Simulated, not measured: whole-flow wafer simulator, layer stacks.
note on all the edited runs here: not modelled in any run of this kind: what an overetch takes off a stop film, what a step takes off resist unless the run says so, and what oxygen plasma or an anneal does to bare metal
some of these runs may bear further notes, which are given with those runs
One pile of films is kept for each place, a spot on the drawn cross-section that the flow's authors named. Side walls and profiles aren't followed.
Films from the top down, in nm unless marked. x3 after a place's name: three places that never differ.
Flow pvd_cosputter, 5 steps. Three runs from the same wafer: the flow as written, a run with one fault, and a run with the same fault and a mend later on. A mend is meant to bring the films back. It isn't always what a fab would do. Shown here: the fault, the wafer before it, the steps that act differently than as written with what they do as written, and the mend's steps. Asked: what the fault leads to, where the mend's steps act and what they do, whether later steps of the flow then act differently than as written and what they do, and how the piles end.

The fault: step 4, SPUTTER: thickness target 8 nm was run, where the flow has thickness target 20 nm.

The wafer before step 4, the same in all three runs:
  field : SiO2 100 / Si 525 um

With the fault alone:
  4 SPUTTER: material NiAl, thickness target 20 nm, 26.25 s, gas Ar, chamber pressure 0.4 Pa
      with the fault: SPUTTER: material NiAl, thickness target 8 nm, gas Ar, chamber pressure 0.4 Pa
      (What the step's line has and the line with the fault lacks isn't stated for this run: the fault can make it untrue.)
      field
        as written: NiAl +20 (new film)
        with the fault: NiAl +8 (new film)
  No later step of the flow acts differently than as written at any place that is followed.
  At the end the piles differ from the flow's by more than 2% or 0.5 nm, whichever is larger, at field.
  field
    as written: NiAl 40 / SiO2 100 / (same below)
    with the fault: NiAl 28 / SiO2 100 / (same below)

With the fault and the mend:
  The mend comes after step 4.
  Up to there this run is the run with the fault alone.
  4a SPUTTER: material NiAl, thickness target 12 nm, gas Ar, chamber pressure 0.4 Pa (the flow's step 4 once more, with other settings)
      field
        NiAl +12
  No later step of the flow acts differently than as written at any place that is followed.
  At the end the piles are the same as the flow's at every place that both follow.
